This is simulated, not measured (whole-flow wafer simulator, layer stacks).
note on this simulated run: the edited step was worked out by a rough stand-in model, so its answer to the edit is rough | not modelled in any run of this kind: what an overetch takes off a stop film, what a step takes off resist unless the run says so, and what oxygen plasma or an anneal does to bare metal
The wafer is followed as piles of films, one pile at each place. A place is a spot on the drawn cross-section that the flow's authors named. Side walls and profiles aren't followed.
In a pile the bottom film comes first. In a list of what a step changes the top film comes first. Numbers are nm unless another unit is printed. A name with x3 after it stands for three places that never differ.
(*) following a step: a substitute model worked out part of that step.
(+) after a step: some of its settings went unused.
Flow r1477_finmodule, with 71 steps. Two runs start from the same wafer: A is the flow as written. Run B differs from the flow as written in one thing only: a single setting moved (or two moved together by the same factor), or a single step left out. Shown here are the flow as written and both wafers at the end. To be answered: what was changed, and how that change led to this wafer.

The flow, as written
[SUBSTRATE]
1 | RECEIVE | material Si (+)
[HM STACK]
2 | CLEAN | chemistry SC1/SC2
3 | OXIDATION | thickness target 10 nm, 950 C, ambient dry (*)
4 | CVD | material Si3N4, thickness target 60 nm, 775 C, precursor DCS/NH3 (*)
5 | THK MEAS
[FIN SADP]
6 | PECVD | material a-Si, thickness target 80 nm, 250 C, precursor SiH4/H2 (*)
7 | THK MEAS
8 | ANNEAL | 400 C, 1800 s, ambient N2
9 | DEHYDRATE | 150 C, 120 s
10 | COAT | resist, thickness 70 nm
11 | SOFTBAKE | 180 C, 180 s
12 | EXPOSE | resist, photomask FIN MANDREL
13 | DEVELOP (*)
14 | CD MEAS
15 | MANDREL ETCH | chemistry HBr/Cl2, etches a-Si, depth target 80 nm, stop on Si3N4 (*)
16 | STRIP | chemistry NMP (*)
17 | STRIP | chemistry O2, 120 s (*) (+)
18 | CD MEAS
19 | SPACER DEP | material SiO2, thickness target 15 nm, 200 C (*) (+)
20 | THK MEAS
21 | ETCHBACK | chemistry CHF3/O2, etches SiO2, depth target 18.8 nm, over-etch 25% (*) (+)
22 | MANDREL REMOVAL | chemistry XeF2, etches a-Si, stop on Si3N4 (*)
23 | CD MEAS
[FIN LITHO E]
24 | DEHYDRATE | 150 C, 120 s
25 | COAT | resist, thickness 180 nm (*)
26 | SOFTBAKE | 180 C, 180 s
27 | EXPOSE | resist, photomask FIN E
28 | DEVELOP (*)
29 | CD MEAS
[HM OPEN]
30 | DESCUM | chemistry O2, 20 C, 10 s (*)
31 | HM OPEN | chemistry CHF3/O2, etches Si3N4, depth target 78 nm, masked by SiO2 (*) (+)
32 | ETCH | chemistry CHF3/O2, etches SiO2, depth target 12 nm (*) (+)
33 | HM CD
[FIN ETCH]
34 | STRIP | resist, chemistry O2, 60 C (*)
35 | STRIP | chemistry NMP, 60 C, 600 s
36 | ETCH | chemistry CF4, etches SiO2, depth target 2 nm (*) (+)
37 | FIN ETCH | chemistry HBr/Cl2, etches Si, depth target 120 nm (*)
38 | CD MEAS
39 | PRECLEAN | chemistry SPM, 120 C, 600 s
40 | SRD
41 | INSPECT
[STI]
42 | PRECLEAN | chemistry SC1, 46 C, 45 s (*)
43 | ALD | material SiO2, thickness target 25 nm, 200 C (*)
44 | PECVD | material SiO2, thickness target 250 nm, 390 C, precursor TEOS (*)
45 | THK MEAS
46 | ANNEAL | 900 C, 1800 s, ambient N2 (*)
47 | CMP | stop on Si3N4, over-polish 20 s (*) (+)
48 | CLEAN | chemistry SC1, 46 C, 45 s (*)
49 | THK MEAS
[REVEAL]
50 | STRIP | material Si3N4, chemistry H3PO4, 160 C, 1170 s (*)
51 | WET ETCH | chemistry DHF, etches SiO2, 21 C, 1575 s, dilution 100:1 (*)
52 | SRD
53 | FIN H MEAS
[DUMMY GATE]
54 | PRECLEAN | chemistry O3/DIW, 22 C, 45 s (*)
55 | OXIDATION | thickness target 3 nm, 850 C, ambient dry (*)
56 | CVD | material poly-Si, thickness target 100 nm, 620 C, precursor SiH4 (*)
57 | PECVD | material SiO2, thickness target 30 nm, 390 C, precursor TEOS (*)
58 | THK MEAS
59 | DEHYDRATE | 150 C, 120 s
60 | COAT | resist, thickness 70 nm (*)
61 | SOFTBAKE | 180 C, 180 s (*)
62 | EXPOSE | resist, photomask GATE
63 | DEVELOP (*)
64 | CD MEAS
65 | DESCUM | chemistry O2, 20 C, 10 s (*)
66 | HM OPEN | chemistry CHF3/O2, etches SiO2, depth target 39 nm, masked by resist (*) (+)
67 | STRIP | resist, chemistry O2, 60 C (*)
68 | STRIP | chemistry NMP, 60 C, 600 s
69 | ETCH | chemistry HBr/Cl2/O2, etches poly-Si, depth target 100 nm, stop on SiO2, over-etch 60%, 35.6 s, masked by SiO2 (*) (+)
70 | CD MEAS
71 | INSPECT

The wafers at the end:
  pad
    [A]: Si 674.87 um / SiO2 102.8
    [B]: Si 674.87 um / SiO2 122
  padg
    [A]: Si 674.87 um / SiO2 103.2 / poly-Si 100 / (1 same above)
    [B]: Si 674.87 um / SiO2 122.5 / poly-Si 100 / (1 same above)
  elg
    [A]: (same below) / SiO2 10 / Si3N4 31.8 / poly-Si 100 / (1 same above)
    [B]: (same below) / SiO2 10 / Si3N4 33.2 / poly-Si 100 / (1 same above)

What caused this: step 51, WET ETCH: 1221 s was run, though the flow has 1575 s.

How this came from the change, step by step:
  51 | WET ETCH | chemistry DHF, etches SiO2, 21 C, 1575 s, dilution 100:1 (*)
      pad, padg, e40sg and 12 more: A -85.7 SiO2 | B -66.4 SiO2
      elg, e40lg, e100lg, e200lg, elo, e40lo, e100lo, e200lo: A -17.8 SiO2 (all of it), -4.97 Si3N4 | B -17.8 SiO2 (all of it), -3.53 Si3N4
      (also at 7 further places)
  56 | CVD | material poly-Si, thickness target 100 nm, 620 C, precursor SiH4 (*)
      s40cg, s40co: A +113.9 poly-Si (new film) | B +100 poly-Si (new film)
      s45cg, s45co: A +113.4 poly-Si (new film) | B +100 poly-Si (new film)
      (also at 3 further places)
  60 | COAT | resist, thickness 70 nm (*)
      e40sg, eso, e40so: A +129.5 resist (new film) | B +112.6 resist (new film)
      e100sg, e100so: A +129.4 resist (new film) | B +112.5 resist (new film)
      (also at 20 further places)
  63 | DEVELOP (*)
      eso, e40so: A -129.5 resist (all of it) | B -112.6 resist (all of it)
      e100so: A -129.4 resist (all of it) | B -112.5 resist (all of it)
      (also at 10 further places)
  67 | STRIP | resist, chemistry O2, 60 C (*)
      e40lg, e100lg, e200lg: A -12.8 resist (all of it) | B -13.7 resist (all of it)
      e40sg: A -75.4 resist (all of it) | B -58.5 resist (all of it)
      (also at 11 further places)
  69 | ETCH | chemistry HBr/Cl2/O2, etches poly-Si, depth target 100 nm, stop on SiO2, over-etch 60%, 35.6 s, masked by SiO2 (*) (+)
      s40co: A -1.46 chemical SiO2 (all of it), -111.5 poly-Si (all of it), -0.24 SiO2 | B -1.37 chemical SiO2 (all of it), -97.6 poly-Si (all of it), -0.42 SiO2
      s45co: A -1.46 chemical SiO2 (all of it), -110.9 poly-Si (all of it), -0.25 SiO2 | B -1.37 chemical SiO2 (all of it), -97.6 poly-Si (all of it), -0.42 SiO2
      (also at 1 further place)
